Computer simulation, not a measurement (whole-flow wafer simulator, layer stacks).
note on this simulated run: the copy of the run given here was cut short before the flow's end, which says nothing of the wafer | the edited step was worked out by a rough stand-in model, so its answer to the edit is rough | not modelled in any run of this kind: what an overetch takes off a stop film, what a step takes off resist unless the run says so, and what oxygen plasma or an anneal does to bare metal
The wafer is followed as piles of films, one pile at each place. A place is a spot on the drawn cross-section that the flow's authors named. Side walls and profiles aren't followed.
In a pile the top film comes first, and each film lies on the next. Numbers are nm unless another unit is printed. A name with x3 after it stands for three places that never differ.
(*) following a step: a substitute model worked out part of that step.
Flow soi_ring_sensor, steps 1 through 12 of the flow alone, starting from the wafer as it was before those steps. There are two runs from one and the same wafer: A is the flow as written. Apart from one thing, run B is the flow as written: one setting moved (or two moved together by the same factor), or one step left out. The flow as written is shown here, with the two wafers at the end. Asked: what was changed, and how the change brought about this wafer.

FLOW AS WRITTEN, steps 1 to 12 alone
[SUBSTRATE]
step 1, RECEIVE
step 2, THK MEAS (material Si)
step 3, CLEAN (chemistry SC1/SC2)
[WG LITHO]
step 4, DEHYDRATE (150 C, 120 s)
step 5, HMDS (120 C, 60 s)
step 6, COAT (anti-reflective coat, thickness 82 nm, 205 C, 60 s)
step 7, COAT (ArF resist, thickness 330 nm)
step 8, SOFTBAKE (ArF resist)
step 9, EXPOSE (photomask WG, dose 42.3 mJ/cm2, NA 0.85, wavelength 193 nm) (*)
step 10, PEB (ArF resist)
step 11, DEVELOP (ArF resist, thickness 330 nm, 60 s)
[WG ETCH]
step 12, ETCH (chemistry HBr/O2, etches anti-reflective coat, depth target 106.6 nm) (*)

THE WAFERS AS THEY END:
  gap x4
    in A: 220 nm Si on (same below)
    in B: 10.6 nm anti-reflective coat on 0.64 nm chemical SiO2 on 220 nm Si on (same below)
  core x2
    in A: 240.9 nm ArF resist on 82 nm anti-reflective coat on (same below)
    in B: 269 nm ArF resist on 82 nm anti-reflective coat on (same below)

Cause: step 12, ETCH: depth target 71.4 nm was run, while the flow as written has depth target 106.6 nm.

How this came from the change, step by step:
  step 12, ETCH (chemistry HBr/O2, etches anti-reflective coat, depth target 106.6 nm) (*)
      gap x4: A -82 anti-reflective coat (all of it), -0.64 chemical SiO2 (all of it) | B -71.4 anti-reflective coat
      core x2: A -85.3 ArF resist | B -57.1 ArF resist
